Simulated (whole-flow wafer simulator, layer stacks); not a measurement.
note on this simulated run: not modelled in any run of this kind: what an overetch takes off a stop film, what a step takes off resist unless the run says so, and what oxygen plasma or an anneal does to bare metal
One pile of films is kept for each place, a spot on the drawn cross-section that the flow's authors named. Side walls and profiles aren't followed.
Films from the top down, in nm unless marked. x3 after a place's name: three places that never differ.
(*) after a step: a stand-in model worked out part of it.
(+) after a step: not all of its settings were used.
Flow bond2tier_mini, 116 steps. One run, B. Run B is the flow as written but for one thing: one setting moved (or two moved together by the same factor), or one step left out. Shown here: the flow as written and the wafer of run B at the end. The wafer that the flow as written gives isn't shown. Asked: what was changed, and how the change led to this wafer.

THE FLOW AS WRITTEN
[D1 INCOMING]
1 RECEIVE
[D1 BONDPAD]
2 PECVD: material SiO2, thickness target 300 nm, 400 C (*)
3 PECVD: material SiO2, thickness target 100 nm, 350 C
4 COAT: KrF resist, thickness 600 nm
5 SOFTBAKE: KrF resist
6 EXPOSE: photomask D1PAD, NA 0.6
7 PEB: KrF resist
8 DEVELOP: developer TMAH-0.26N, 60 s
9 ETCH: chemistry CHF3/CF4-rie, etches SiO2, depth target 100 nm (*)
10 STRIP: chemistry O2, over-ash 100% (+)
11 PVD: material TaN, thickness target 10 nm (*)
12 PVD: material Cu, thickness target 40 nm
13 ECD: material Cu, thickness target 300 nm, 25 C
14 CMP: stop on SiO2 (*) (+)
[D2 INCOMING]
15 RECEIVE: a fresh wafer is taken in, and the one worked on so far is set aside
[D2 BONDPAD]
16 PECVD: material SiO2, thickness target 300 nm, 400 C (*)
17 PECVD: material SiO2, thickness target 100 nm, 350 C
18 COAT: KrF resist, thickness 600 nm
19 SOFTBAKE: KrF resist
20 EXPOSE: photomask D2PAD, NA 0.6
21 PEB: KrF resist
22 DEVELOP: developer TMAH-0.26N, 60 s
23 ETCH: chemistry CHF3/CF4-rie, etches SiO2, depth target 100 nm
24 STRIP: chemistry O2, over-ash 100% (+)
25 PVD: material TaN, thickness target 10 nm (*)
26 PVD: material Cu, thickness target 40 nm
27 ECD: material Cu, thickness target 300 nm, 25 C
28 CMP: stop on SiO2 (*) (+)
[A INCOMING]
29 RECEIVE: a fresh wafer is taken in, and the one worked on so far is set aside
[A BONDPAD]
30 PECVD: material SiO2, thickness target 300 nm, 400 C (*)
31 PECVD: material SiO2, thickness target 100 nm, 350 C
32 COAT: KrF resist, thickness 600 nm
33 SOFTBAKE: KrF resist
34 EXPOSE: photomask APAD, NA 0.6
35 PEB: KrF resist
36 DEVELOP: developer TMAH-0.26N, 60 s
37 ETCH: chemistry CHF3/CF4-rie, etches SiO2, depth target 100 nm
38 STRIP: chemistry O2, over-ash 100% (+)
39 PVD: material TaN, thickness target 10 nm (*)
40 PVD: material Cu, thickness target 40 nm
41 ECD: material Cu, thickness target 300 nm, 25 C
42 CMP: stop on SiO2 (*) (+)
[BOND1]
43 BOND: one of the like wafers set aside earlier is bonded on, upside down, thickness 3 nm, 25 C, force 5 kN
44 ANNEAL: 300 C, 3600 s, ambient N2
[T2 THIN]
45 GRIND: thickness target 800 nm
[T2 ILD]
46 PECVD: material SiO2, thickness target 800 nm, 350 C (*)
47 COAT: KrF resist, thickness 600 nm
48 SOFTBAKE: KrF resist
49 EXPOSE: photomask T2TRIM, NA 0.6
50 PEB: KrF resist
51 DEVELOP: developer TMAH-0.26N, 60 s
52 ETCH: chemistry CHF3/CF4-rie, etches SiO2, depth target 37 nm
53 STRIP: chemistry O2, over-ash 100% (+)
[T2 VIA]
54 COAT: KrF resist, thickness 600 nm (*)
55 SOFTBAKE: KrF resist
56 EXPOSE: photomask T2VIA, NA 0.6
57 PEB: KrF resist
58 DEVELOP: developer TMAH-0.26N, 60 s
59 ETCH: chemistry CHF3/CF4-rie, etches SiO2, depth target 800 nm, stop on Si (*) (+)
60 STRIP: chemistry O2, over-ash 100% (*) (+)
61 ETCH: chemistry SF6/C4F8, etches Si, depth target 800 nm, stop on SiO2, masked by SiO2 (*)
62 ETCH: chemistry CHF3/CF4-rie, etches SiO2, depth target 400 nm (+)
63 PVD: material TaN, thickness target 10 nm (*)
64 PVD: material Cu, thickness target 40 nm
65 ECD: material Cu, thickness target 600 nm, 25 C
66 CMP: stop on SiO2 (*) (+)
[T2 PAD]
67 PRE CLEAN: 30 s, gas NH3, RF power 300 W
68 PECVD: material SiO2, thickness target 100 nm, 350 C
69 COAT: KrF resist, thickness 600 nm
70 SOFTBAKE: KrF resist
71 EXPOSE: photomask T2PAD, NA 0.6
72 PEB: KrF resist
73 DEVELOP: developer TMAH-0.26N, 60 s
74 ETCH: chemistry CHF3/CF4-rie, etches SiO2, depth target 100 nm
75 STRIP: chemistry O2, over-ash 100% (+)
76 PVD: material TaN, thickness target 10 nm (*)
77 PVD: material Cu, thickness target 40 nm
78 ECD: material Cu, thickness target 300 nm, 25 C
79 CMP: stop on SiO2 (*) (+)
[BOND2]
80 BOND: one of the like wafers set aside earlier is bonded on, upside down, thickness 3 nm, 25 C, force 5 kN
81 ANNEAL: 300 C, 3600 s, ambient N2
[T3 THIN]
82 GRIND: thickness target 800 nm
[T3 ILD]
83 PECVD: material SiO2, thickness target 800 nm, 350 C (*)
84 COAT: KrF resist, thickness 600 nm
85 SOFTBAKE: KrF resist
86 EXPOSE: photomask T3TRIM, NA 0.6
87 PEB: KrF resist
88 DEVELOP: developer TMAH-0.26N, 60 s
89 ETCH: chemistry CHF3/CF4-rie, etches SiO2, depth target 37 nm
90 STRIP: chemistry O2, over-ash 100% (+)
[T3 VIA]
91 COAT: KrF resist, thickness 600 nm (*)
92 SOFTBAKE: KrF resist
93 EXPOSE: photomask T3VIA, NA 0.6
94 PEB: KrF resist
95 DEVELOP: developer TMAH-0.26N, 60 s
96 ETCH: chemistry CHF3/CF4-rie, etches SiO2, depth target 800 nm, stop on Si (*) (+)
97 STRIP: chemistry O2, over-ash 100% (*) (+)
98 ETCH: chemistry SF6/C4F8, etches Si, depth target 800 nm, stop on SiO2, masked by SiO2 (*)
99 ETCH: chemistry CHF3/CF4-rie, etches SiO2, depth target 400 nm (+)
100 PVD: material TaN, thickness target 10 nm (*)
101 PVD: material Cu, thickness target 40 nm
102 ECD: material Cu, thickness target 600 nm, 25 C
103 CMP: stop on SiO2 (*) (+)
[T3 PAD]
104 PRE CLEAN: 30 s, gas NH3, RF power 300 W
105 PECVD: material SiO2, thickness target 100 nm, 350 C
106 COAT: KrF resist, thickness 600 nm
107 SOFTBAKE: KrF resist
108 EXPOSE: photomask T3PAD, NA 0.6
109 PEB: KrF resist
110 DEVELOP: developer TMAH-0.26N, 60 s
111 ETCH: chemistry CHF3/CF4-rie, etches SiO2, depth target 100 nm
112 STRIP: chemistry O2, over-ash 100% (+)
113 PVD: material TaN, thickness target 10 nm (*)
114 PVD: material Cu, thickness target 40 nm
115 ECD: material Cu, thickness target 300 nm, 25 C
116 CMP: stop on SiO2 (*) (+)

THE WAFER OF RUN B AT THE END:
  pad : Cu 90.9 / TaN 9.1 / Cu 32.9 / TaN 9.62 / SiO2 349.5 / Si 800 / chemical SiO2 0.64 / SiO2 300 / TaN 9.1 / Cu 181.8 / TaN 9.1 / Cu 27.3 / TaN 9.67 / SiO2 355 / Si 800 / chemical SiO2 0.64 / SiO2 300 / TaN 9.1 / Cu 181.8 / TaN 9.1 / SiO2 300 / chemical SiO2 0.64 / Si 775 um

The cause: step 89, ETCH: depth target 42.5 nm was run, where the flow has depth target 37 nm.

How the change led to this, step by step:
  89 ETCH: chemistry CHF3/CF4-rie, etches SiO2, depth target 37 nm
      field: KrF resist -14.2 (as written it would be: KrF resist -12.3)
      pad: SiO2 -42.5 (as written it would be: SiO2 -37)
